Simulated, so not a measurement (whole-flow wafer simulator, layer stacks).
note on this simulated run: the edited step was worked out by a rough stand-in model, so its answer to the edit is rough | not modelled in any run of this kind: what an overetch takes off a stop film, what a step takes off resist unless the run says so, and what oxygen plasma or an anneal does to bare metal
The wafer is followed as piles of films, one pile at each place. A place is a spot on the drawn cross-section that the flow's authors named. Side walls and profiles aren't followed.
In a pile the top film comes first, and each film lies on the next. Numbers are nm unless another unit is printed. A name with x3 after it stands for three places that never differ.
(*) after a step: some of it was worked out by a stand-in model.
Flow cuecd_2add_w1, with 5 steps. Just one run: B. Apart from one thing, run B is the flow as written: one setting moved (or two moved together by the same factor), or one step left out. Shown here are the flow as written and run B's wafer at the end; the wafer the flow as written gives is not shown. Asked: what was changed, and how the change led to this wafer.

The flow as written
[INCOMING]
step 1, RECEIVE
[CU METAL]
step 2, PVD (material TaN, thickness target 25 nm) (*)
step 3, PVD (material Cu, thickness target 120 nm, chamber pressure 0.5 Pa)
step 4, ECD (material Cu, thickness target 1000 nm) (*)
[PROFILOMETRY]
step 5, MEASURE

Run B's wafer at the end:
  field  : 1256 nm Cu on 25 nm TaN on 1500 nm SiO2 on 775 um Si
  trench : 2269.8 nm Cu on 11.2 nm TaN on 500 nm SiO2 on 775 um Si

Cause: step 4, ECD: thickness target 1136 nm was run, though the flow has thickness target 1000 nm.

Step by step, how the change led to this:
  step 4, ECD (material Cu, thickness target 1000 nm) (*)
      field: +1136 Cu (as written it would have been: +1000 Cu)
      trench: +2216.2 Cu (as written it would have been: +2080.2 Cu)
